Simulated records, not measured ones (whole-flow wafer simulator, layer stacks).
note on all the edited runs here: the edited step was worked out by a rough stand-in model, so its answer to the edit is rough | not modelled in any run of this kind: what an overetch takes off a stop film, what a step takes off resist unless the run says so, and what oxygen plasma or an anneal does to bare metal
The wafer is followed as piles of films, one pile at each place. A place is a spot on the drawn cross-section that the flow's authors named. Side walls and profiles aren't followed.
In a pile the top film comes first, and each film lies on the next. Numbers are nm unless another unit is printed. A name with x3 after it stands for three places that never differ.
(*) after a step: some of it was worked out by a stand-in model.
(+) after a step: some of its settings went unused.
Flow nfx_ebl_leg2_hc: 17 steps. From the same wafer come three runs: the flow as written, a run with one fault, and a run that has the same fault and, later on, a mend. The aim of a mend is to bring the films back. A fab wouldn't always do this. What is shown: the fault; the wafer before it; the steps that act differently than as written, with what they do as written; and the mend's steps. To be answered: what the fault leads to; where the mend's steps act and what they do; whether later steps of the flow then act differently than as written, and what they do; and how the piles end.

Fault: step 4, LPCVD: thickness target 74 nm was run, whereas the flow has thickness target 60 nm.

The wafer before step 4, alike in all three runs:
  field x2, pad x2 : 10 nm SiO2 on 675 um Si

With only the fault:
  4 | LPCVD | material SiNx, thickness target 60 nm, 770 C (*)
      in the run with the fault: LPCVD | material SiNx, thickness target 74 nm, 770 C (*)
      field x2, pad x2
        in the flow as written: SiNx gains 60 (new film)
        in the run with the fault: SiNx gains 74 (new film)
  Steps later in the flow that act otherwise than as written:
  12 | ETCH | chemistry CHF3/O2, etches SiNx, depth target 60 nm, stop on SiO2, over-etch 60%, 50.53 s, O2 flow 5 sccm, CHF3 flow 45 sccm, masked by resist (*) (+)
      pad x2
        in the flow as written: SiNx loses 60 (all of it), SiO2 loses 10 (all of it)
        in the run with the fault: SiNx loses 74 (all of it), SiO2 loses 10 (all of it)
  By the end, the piles at field x2 depart from the flow's by more than 2% or 0.5 nm, whichever is larger.
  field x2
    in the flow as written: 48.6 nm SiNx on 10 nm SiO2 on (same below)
    in the run with the fault: 62.6 nm SiNx on 10 nm SiO2 on (same below)

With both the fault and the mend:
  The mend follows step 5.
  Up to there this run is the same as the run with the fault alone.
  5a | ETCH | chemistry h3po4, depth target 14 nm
      field x2, pad x2
        SiNx loses 14
  Every later step of the flow that is run acts as written at every place that is followed.
  At every place that both follow, the piles at the end match the flow's.
